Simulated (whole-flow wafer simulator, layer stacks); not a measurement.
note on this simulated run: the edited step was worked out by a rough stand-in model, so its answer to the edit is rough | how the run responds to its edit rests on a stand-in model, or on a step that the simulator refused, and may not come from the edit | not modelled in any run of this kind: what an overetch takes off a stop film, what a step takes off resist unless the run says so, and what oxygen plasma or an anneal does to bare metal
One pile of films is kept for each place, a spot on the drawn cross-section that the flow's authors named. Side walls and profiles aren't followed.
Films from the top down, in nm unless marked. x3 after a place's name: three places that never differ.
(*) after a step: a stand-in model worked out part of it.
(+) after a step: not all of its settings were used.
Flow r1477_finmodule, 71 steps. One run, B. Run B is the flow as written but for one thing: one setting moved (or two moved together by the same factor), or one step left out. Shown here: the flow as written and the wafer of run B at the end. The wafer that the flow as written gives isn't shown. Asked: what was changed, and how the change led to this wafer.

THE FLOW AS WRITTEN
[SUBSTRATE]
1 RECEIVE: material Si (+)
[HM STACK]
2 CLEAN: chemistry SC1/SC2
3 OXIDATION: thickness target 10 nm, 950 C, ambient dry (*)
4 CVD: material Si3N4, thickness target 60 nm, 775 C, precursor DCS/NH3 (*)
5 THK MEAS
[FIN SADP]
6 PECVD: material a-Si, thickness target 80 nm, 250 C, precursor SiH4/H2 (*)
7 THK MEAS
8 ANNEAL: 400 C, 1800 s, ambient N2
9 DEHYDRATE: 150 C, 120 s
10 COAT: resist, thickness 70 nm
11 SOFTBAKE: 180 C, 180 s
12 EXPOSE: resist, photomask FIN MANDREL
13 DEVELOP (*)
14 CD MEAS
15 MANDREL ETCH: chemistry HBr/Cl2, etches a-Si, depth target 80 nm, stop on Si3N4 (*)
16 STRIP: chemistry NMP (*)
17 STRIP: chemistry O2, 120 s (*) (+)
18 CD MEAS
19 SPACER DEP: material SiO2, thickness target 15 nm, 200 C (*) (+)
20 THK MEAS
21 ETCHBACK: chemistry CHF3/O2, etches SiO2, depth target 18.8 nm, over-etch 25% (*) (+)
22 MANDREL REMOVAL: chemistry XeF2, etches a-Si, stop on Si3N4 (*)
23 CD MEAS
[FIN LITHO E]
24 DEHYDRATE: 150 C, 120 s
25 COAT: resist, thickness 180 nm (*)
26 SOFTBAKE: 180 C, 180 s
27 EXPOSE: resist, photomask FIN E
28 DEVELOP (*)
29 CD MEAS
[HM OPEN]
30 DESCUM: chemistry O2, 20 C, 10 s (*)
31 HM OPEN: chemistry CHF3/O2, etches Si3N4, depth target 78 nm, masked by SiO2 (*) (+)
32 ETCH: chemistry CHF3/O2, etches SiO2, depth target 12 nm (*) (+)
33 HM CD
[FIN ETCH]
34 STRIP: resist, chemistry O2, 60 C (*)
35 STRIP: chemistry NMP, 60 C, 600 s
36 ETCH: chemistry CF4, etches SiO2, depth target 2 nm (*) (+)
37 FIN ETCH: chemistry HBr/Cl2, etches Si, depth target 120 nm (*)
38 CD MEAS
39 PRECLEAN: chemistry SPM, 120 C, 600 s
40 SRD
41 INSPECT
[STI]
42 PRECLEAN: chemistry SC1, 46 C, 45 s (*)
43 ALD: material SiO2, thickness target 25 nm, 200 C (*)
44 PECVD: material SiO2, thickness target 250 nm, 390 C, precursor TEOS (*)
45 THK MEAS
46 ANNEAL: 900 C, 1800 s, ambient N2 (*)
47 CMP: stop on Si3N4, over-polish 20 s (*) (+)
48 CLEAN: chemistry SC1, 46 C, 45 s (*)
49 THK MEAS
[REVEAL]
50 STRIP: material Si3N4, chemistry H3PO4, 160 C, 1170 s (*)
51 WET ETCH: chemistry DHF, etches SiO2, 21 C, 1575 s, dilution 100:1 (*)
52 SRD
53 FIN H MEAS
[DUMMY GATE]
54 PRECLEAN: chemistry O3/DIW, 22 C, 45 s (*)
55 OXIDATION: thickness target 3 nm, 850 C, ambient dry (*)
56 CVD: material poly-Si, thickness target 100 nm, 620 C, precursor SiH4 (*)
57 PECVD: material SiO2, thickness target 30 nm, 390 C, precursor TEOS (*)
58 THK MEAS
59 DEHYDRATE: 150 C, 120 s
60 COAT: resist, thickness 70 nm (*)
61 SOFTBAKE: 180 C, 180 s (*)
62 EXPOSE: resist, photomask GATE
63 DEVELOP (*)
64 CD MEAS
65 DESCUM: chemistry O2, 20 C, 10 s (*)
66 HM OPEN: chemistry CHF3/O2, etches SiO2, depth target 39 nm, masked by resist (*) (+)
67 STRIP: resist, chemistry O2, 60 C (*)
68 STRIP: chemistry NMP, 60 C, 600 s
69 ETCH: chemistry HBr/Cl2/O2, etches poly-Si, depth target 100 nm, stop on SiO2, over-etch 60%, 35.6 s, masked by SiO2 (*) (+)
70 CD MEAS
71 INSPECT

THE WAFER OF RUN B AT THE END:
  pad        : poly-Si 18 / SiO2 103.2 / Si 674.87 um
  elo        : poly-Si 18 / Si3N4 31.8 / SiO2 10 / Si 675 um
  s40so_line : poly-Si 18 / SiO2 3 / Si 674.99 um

The cause: step 57, PECVD: thickness target 42.9 nm was run, where the flow has thickness target 30 nm.

How the change led to this, step by step:
  57 PECVD: material SiO2, thickness target 30 nm, 390 C, precursor TEOS (*)
      pad, padg, elg and 33 more: SiO2 +42.9 (new film) (as written it would be: SiO2 +30 (new film))
  66 HM OPEN: chemistry CHF3/O2, etches SiO2, depth target 39 nm, masked by resist (*) (+)
      pad, elo, eso and 15 more: SiO2 -39 (as written it would be: SiO2 -30 (all of it), poly-Si -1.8)
  67 STRIP: resist, chemistry O2, 60 C (*)
      pad, elo, eso and 15 more: nothing (as written it would be: chemical SiO2 +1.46 (new film), poly-Si -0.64)
  69 ETCH: chemistry HBr/Cl2/O2, etches poly-Si, depth target 100 nm, stop on SiO2, over-etch 60%, 35.6 s, masked by SiO2 (*) (+)
      pad, eso, e40so and 8 more: SiO2 -3.9 (all of it), poly-Si -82 (as written it would be: chemical SiO2 -1.46 (all of it), poly-Si -97.6 (all of it), SiO2 -0.42)
      elo, e40lo, e100lo, e200lo: SiO2 -3.9 (all of it), poly-Si -82 (as written it would be: chemical SiO2 -1.46 (all of it), poly-Si -97.6 (all of it), Si3N4 -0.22)
      (and at 3 more places)
